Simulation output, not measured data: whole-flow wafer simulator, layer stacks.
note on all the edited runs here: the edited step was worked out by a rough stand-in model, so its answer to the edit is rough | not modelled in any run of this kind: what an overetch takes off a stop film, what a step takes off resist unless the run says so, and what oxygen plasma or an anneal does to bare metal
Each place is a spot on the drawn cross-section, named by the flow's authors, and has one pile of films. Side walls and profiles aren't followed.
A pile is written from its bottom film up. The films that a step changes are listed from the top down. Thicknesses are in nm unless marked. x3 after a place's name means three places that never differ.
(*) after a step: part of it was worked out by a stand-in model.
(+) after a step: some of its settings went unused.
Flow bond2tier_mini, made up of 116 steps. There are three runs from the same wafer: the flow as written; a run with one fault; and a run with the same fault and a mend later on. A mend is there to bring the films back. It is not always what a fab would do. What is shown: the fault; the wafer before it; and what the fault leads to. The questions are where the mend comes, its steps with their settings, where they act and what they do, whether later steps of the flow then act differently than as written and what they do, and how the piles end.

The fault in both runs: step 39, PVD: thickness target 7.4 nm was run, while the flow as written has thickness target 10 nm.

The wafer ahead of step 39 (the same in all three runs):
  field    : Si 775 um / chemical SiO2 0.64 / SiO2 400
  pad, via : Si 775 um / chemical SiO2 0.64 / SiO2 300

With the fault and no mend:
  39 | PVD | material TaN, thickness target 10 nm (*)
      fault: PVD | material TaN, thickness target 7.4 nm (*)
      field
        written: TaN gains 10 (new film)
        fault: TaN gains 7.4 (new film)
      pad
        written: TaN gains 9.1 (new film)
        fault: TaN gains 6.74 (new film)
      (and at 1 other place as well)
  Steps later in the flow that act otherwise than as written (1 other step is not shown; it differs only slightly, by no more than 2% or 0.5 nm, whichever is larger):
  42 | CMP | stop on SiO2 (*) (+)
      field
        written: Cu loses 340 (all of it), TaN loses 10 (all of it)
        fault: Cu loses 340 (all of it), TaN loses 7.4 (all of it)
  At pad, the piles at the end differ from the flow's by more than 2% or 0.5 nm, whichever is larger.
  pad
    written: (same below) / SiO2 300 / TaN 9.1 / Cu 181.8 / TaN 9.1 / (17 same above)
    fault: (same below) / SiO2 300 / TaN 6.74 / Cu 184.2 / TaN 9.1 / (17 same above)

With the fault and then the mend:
  The mend follows step 39.
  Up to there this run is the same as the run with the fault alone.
  39a | PVD | material TaN, thickness target 2.6 nm (*) (the flow's step 39, run once more with other settings)
      field
        TaN gains 2.6
      pad
        TaN gains 2.36
      via
        TaN gains 2.59
  Later steps of the flow that are run all act as written at every place that is followed.
  The piles end the same as the flow's at every place that both follow.
